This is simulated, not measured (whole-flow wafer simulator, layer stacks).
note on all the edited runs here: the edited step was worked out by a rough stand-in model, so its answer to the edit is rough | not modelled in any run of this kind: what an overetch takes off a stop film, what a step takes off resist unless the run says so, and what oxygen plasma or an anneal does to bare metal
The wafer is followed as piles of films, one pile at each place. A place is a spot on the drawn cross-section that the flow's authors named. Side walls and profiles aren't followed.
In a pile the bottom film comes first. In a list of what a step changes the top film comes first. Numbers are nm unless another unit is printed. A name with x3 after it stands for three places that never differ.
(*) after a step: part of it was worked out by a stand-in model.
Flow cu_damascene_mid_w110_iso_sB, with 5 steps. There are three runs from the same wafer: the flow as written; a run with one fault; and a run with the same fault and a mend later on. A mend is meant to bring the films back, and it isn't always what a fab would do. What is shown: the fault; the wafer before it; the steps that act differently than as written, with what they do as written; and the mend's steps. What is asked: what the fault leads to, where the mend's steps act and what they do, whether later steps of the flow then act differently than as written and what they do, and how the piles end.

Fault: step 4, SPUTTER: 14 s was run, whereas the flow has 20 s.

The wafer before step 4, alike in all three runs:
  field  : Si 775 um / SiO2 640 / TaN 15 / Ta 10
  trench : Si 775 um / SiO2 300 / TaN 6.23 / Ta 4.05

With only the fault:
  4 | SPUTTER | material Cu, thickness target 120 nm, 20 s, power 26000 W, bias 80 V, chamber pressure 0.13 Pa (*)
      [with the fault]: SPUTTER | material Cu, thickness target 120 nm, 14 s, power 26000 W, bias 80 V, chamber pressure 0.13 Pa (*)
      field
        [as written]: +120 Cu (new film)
        [with the fault]: +84 Cu (new film)
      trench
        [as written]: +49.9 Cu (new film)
        [with the fault]: +34.9 Cu (new film)
  Steps later in the flow that act otherwise than as written:
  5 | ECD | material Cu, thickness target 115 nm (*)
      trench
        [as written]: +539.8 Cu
        [with the fault]: +518.8 Cu
  The piles end different from the flow's at field, trench by more than 2% or 0.5 nm, whichever is larger.
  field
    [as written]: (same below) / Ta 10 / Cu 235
    [with the fault]: (same below) / Ta 10 / Cu 199
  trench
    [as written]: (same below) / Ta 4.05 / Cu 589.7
    [with the fault]: (same below) / Ta 4.05 / Cu 553.7

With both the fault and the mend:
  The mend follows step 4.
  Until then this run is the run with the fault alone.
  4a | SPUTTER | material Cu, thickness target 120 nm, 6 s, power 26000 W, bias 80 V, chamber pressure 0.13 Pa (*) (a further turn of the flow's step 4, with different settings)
      field
        +36 Cu
      trench
        +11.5 Cu
  Every later step of the flow that is run acts as written, at every place that is followed, to within 2% or 0.5 nm, whichever is larger.
  At every place that both follow, the piles at the end match the flow's.
